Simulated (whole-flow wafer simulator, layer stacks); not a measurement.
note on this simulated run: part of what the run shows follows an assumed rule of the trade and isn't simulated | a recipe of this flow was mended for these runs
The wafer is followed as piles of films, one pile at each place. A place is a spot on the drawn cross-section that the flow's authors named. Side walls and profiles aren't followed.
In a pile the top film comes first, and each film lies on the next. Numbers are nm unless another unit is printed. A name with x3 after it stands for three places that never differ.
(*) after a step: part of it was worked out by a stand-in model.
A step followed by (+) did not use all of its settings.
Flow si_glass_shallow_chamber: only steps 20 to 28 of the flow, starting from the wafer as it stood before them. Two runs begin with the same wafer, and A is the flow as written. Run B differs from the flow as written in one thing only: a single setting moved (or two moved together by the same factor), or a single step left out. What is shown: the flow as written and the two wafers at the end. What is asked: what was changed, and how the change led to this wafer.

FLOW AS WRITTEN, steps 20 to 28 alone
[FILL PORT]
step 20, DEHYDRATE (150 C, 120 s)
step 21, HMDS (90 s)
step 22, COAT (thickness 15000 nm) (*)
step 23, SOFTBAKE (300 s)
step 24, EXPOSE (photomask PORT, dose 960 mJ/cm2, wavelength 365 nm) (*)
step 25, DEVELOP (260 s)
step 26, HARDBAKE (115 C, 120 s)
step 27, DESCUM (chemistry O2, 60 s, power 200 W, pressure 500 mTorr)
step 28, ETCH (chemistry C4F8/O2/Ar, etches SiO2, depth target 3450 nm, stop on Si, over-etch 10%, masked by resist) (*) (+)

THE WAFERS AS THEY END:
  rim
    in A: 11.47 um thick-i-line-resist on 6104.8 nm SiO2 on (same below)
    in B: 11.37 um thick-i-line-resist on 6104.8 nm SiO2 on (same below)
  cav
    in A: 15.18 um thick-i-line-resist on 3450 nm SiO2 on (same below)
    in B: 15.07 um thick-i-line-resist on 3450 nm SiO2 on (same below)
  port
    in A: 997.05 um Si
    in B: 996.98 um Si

Cause: step 28, ETCH: depth target 3947 nm was run, though the flow has depth target 3450 nm.

The path from the change to this, step by step:
  step 28, ETCH (chemistry C4F8/O2/Ar, etches SiO2, depth target 3450 nm, stop on Si, over-etch 10%, masked by resist) (*) (+)
      rim, ramp, cav, septum, ring: A -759 thick-i-line-resist | B -868.3 thick-i-line-resist
      port: A -3450 SiO2 (all of it), -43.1 Si | B -3450 SiO2 (all of it), -111.5 Si
